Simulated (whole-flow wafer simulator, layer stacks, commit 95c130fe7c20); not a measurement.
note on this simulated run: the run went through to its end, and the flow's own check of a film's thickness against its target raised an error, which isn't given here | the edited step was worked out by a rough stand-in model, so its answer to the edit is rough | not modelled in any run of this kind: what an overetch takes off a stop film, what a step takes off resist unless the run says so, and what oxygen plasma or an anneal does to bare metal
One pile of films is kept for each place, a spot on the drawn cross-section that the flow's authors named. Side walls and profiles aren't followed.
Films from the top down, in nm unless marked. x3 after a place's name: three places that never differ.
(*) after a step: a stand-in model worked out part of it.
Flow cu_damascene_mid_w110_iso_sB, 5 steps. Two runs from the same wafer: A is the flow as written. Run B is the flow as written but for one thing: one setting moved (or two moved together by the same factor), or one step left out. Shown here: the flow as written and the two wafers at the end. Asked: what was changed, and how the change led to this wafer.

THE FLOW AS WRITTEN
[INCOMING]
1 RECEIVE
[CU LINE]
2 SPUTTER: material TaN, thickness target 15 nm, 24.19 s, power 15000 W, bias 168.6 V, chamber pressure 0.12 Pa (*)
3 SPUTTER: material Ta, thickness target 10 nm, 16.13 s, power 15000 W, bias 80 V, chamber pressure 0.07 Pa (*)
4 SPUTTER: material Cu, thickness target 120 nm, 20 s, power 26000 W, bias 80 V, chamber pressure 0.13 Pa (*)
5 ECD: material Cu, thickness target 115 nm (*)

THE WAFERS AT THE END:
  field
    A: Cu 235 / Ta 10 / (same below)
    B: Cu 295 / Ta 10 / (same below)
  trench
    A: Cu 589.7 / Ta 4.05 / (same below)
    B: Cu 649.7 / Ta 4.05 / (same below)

The cause: step 4, SPUTTER: thickness target 180 nm was run, where the flow has thickness target 120 nm; step 4, SPUTTER: 30 s was run, where the flow has 20 s.

How the change led to this, step by step:
  4 SPUTTER: material Cu, thickness target 120 nm, 20 s, power 26000 W, bias 80 V, chamber pressure 0.13 Pa (*)
      field: A Cu +120 (new film) | B Cu +180 (new film)
      trench: A Cu +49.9 (new film) | B Cu +74.9 (new film)
  5 ECD: material Cu, thickness target 115 nm (*)
      trench: A Cu +539.8 | B Cu +574.8
